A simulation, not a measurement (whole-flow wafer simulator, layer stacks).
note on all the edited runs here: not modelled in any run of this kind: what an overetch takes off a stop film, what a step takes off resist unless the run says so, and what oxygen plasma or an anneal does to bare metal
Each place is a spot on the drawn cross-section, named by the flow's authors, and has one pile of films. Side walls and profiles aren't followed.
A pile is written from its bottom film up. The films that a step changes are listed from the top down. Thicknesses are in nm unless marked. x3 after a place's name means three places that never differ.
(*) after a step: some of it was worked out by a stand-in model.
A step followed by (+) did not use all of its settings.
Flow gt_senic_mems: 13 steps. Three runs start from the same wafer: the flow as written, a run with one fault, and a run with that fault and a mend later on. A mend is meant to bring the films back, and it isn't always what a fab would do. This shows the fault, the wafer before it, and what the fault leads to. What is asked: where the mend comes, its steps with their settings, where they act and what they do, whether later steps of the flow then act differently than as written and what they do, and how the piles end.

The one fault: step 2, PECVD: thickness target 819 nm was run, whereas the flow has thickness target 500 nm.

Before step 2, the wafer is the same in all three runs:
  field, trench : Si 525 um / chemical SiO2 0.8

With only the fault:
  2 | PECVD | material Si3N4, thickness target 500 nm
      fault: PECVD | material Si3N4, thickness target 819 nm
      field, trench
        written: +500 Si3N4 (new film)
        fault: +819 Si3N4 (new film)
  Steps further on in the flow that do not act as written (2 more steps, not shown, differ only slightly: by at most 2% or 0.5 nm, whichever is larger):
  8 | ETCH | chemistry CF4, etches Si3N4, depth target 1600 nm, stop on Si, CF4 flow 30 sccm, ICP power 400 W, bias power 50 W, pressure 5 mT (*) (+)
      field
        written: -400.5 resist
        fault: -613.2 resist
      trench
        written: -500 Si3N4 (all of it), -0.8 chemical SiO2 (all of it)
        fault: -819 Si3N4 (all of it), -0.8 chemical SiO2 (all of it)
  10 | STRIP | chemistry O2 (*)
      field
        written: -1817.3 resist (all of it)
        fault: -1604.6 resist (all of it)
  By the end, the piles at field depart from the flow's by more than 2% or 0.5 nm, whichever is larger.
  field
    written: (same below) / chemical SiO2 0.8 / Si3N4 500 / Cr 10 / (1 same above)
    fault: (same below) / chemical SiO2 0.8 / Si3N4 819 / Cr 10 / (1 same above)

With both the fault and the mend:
  The mend stands after step 2.
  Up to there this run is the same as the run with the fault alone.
  2a | ETCH | chemistry h3po4, depth target 319 nm
      field, trench
        -319 Si3N4
  None of the later steps of the flow acts differently than as written at any place that is followed.
  By the end, the piles equal the flow's at every place that both follow.
